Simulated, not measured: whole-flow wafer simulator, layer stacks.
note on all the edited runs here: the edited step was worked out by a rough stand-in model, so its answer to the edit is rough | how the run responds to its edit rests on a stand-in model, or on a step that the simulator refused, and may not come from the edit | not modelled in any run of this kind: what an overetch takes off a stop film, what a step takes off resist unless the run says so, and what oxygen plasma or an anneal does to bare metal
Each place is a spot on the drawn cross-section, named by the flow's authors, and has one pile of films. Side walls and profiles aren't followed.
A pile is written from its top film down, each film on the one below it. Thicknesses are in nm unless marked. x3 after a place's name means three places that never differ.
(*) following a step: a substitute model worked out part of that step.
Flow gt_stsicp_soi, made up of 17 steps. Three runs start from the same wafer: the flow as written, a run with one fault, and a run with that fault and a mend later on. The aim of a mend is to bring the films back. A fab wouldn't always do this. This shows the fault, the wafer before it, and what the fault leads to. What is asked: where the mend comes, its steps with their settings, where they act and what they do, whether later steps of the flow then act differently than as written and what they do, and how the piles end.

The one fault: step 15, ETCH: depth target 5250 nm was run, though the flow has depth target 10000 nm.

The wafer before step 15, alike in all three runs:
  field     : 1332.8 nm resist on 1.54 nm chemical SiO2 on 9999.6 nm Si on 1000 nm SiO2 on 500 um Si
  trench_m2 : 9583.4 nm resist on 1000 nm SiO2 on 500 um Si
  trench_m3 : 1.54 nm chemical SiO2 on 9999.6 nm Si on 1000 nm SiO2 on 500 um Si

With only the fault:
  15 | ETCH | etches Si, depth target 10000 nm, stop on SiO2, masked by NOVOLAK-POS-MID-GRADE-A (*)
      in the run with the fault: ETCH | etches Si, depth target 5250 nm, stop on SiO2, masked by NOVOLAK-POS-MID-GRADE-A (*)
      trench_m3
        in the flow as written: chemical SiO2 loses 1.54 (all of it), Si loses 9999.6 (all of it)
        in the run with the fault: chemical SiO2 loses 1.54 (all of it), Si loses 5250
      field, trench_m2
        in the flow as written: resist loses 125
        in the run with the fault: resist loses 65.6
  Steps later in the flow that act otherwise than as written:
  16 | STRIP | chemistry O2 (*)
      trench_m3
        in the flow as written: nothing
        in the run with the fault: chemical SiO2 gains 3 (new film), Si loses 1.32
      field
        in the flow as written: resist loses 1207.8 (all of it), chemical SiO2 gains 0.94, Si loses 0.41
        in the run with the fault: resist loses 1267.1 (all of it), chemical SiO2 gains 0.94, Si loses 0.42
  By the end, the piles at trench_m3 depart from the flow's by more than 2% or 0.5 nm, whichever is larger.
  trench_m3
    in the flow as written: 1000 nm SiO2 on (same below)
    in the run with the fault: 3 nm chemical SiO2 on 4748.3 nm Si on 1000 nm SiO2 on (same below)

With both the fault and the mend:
  After step 15 comes the mend.
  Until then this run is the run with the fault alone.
  15a | ETCH | etches Si, depth target 4750 nm, stop on SiO2, masked by NOVOLAK-POS-MID-GRADE-A (*) (the flow's step 15, run once more with other settings)
      field, trench_m2
        resist loses 59.4
      trench_m3
        Si loses 4749.6 (all of it)
  None of the later steps of the flow acts differently than as written at any place that is followed.
  By the end, the piles equal the flow's at every place that both follow.
